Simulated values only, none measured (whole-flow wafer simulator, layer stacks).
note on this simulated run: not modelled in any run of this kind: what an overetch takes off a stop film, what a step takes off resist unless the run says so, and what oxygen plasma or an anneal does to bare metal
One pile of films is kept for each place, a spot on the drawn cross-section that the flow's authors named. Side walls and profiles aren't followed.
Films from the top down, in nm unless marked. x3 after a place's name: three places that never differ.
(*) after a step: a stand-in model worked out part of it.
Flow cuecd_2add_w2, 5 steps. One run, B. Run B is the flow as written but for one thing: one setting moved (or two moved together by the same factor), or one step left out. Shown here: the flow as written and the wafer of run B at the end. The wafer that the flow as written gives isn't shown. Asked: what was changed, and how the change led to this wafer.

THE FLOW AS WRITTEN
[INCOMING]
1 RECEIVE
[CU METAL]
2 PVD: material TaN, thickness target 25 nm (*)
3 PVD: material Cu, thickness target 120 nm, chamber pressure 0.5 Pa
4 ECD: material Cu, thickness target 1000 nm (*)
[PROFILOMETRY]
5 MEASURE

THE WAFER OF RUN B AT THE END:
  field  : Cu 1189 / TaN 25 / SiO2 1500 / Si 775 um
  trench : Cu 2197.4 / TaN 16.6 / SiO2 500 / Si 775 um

The cause: step 3, PVD: thickness target 189 nm was run, where the flow has thickness target 120 nm.

How the change led to this, step by step:
  3 PVD: material Cu, thickness target 120 nm, chamber pressure 0.5 Pa
      field: Cu +189 (new film) (as written it would be: Cu +120 (new film))
      trench: Cu +126.8 (new film) (as written it would be: Cu +80.8 (new film))
